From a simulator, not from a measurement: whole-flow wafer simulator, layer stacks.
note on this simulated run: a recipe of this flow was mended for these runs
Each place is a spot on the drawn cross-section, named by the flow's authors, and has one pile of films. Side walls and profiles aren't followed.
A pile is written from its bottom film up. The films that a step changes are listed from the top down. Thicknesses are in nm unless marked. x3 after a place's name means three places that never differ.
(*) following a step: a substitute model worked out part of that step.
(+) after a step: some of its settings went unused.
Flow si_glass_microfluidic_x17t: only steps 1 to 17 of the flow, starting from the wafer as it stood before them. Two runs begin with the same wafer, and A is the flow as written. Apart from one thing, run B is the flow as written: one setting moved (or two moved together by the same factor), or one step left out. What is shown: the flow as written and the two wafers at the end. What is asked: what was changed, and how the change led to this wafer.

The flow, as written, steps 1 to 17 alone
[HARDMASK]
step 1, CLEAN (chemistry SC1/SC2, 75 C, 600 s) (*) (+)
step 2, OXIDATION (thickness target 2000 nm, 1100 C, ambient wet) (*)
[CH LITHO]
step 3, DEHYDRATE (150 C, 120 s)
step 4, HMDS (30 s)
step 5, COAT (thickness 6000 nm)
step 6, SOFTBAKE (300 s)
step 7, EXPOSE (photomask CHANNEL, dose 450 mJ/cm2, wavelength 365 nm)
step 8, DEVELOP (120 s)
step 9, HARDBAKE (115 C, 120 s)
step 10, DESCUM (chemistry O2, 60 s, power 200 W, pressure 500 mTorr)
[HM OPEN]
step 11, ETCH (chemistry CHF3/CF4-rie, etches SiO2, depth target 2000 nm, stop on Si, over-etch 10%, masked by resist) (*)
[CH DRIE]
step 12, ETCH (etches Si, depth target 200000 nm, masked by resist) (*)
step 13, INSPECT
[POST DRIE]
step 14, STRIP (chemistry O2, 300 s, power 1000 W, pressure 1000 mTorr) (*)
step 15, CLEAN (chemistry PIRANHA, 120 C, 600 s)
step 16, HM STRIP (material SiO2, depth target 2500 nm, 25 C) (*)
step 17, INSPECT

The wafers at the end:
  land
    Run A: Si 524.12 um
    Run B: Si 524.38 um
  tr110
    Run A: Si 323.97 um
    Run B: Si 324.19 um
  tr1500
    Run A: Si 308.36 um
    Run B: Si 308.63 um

Cause: step 2, OXIDATION: thickness target 1400 nm was run, whereas the flow has thickness target 2000 nm.

Step by step, how the change led to this:
  step 2, OXIDATION (thickness target 2000 nm, 1100 C, ambient wet) (*)
      land, tr110, tr1500, tr15: A +2000 SiO2 (new film), -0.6 chemical SiO2 (all of it), -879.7 Si | B +1400 SiO2 (new film), -0.6 chemical SiO2 (all of it), -615.7 Si
  step 11, ETCH (chemistry CHF3/CF4-rie, etches SiO2, depth target 2000 nm, stop on Si, over-etch 10%, masked by resist) (*)
      tr110, tr1500, tr15: A -2000 SiO2 (all of it), -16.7 Si | B -1400 SiO2 (all of it), -66.7 Si
      land: A -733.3 thick-i-line-resist | B -513.3 thick-i-line-resist
  step 12, ETCH (etches Si, depth target 200000 nm, masked by resist) (*)
      tr1500: A -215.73 um Si | B -215.69 um Si
      tr15: A -149.99 um Si | B -150.11 um Si
  step 14, STRIP (chemistry O2, 300 s, power 1000 W, pressure 1000 mTorr) (*)
      land: A -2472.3 thick-i-line-resist (all of it) | B -2692.9 thick-i-line-resist (all of it)
  step 16, HM STRIP (material SiO2, depth target 2500 nm, 25 C) (*)
      land: A -2000 SiO2 (all of it) | B -1400 SiO2 (all of it)
